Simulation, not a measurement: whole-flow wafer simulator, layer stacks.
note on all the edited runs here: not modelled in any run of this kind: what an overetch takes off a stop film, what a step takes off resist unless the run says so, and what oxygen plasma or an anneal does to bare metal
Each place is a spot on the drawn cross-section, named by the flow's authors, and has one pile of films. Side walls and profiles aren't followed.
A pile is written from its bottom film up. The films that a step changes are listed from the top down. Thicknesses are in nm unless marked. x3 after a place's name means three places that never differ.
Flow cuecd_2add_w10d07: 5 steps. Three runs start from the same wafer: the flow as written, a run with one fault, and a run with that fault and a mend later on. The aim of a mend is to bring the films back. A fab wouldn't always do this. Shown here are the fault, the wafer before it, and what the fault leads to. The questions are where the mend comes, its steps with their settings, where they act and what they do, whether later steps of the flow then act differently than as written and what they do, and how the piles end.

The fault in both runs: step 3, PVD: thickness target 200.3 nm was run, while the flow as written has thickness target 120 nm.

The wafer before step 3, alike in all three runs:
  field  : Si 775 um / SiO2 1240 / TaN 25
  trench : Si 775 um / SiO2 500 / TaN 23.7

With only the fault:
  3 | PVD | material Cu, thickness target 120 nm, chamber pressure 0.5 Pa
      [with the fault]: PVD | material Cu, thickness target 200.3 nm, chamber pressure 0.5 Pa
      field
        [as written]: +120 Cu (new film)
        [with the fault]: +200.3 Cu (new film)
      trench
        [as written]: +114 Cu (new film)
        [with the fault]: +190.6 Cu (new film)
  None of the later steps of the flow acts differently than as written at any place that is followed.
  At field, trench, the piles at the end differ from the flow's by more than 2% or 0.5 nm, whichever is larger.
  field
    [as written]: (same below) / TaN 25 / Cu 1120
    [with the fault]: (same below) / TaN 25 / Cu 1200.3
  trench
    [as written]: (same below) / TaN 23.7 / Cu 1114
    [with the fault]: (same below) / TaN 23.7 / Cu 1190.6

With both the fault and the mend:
  The mend stands after step 3.
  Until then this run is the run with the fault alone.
  3a | ETCH | chemistry cu recess dil, depth target 78.5 nm
      field, trench
        -78.5 Cu
  None of the later steps of the flow acts differently than as written at any place that is followed.
  At the end the piles are close to the flow's at the places that both follow, differing by at most 2% or 0.5 nm, whichever is larger.
